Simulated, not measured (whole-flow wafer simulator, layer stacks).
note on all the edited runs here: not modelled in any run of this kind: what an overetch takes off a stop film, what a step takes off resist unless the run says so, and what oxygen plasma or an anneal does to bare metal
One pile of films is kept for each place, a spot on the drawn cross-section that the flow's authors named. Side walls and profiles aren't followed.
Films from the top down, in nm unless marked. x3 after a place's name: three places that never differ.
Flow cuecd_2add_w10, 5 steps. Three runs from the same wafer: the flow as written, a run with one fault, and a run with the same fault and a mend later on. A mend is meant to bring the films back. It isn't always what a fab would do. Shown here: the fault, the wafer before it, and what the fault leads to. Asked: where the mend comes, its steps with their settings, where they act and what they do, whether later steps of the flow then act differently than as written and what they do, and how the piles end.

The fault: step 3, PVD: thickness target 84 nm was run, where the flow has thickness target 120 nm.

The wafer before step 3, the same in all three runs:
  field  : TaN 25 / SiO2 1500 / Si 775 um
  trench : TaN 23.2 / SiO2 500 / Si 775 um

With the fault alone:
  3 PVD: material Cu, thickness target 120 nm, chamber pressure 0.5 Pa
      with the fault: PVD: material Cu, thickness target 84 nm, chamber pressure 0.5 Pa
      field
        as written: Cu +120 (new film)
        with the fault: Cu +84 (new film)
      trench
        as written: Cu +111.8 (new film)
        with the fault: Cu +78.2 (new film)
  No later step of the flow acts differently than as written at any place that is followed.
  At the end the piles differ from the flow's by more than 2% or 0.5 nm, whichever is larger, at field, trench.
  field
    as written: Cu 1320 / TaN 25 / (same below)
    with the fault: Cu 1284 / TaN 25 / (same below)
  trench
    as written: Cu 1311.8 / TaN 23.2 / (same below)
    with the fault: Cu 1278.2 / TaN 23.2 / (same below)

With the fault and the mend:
  The mend comes after step 3.
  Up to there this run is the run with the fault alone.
  3a PVD: material Cu, thickness target 36 nm, chamber pressure 0.5 Pa (the flow's step 3 once more, with other settings)
      field
        Cu +36
      trench
        Cu +33.4
  No later step of the flow acts differently than as written at any place that is followed.
  At the end the piles differ from the flow's only slightly at the places that both follow, by at most 2% or 0.5 nm, whichever is larger.
